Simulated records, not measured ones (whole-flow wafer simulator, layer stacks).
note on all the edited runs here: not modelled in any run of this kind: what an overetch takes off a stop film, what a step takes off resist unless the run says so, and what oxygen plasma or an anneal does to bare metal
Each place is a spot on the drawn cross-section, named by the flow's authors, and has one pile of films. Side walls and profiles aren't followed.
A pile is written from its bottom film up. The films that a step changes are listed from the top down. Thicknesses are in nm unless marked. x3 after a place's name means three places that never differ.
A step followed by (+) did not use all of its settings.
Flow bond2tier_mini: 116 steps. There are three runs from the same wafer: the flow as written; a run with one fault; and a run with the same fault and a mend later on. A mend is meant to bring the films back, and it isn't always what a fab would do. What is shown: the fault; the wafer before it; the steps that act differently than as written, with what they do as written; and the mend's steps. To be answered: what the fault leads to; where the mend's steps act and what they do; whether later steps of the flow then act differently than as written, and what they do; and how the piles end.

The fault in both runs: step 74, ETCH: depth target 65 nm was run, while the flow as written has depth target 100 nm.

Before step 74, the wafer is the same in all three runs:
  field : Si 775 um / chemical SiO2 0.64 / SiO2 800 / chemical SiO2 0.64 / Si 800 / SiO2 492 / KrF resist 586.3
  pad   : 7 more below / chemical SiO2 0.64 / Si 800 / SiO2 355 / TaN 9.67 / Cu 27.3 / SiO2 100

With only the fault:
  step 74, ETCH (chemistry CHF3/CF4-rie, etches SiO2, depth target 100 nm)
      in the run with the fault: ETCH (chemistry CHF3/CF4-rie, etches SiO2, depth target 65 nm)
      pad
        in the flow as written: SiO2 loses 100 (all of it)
        in the run with the fault: SiO2 loses 65
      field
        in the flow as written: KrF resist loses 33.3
        in the run with the fault: KrF resist loses 21.7
  Later steps of the flow acting differently than as written (1 more step, not shown, differs only slightly: by at most 2% or 0.5 nm, whichever is larger):
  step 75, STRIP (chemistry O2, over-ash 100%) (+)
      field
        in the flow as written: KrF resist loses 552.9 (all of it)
        in the run with the fault: KrF resist loses 564.6 (all of it)
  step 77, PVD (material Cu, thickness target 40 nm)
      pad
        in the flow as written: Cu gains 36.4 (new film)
        in the run with the fault: Cu gains 37.6 (new film)
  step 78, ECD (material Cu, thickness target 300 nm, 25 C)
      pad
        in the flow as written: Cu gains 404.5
        in the run with the fault: Cu gains 367.9
  The piles end different from the flow's at pad by more than 2% or 0.5 nm, whichever is larger.
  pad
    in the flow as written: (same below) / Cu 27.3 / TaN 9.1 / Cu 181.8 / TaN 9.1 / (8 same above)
    in the run with the fault: (same below) / Cu 27.3 / SiO2 35 / TaN 9.41 / Cu 146.5 / TaN 9.1 / (8 same above)

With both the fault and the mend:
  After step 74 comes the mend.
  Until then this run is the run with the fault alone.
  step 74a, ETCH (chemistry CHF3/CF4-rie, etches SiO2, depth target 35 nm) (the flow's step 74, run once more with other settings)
      field
        KrF resist loses 11.7
      pad
        SiO2 loses 35 (all of it)
  Later steps of the flow that are run all act as written at every place that is followed.
  By the end, the piles equal the flow's at every place that both follow.
